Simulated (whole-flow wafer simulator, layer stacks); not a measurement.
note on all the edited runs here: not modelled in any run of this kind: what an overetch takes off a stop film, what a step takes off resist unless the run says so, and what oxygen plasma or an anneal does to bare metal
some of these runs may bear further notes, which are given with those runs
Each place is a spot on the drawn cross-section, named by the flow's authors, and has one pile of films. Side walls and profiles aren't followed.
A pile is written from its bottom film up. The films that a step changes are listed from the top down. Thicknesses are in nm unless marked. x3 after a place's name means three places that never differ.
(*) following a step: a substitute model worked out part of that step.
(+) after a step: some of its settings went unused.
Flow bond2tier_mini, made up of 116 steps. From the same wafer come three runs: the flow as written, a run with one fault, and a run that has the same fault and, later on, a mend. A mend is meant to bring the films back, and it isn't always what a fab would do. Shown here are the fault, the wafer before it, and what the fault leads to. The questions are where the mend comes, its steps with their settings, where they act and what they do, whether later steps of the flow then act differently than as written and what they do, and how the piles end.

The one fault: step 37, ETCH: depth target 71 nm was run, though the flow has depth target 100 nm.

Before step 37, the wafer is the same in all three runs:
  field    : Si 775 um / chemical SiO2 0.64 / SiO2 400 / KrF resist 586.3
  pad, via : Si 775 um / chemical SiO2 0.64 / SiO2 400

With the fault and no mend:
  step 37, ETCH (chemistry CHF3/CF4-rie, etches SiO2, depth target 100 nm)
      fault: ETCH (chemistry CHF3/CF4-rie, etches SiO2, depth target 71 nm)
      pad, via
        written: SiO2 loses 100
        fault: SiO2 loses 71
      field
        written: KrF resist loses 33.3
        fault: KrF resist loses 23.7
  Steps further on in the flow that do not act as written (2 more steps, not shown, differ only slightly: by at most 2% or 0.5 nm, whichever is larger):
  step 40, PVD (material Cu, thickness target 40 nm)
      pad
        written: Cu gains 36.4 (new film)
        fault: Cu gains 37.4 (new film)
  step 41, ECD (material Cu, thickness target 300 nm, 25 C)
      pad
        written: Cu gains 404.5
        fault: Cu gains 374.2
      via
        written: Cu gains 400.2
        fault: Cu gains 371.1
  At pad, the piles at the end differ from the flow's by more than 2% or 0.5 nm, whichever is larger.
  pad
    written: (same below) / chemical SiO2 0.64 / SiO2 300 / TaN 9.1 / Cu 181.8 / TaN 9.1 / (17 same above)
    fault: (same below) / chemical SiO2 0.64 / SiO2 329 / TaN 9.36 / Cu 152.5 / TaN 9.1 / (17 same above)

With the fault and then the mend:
  After step 38 comes the mend.
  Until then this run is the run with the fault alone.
  step 38a, COAT (KrF resist, thickness 600 nm) (*) (the flow's step 32 again)
      field
        KrF resist gains 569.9 (new film)
      pad
        KrF resist gains 631.4 (new film)
      via
        KrF resist gains 627.6 (new film)
  step 38b, SOFTBAKE (KrF resist) (the flow's step 33 again)
      leaves every film unchanged at each place that is followed
  step 38c, EXPOSE (photomask APAD, NA 0.6) (the flow's step 34 again)
      leaves every film unchanged at each place that is followed
  step 38d, PEB (KrF resist) (the flow's step 35 again)
      leaves every film unchanged at each place that is followed
  step 38e, DEVELOP (developer TMAH-0.26N, 60 s) (the flow's step 36 again)
      field
        KrF resist loses 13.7
      pad
        KrF resist loses 631.4 (all of it)
      via
        KrF resist loses 627.6 (all of it)
  step 38f, ETCH (chemistry CHF3/CF4-rie, etches SiO2, depth target 29 nm) (the flow's step 37 again, with other settings)
      pad, via
        SiO2 loses 29
      field
        KrF resist loses 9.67
  step 38g, STRIP (chemistry O2, over-ash 100%) (+) (the flow's step 38 again)
      field
        KrF resist loses 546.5 (all of it)
  None of the later steps of the flow acts differently than as written at any place that is followed.
  The piles end the same as the flow's at every place that both follow.
